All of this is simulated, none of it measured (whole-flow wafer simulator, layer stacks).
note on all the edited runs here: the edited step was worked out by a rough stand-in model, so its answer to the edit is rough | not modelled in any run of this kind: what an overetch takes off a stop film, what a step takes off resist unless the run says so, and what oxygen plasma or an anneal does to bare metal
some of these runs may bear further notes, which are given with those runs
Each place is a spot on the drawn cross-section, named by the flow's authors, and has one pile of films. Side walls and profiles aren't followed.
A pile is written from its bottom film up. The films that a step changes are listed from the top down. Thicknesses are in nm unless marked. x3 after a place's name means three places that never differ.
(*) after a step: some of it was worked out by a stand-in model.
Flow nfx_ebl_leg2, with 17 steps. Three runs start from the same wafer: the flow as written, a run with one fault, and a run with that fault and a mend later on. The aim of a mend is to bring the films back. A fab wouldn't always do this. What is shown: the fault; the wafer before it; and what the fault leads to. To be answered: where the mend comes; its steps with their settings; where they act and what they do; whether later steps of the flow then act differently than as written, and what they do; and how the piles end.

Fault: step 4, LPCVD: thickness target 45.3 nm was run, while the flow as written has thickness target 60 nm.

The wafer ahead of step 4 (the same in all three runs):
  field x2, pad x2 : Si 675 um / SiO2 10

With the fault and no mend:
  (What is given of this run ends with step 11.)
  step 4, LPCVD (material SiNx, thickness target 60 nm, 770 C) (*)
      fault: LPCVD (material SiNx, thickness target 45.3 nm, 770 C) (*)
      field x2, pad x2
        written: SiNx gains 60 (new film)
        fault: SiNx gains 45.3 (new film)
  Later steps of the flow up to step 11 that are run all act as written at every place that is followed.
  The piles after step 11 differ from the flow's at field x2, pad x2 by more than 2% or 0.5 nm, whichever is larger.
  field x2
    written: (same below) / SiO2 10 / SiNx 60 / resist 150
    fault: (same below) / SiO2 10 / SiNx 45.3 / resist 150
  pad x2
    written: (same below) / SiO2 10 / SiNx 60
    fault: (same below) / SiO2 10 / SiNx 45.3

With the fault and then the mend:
  After step 11 comes the mend.
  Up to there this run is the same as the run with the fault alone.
  step 11a, STRIP (resist, chemistry O2, 25 C) (*)
      field x2
        resist loses 150 (all of it)
  step 11b, CLEAN (chemistry SC1/SC2) (*) (a further turn of the flow's step 2)
      alters no film at any place that is followed
  step 11c, LPCVD (material SiNx, thickness target 14.7 nm, 770 C) (*) (a further turn of the flow's step 4, with different settings)
      field x2, pad x2
        SiNx gains 14.7
  step 11d, DEHYDRATE (180 C, 120 s) (a further turn of the flow's step 6)
      alters no film at any place that is followed
  step 11e, COAT (resist, thickness 150 nm) (a further turn of the flow's step 7)
      field x2, pad x2
        resist gains 150 (new film)
  step 11f, SOFTBAKE (resist, 150 C, 60 s) (a further turn of the flow's step 8)
      alters no film at any place that is followed
  step 11g, EXPOSE (PMMA, thickness 150 nm, photomask GRATING) (*) (a further turn of the flow's step 9)
      alters no film at any place that is followed
  step 11h, DEVELOP (resist, thickness 150 nm, developer developer-C-546, 60 s) (*) (a further turn of the flow's step 10)
      pad x2
        resist loses 150 (all of it)
  Later steps of the flow that are run all act as written at every place that is followed.
  By the end, the piles equal the flow's at every place that both follow.
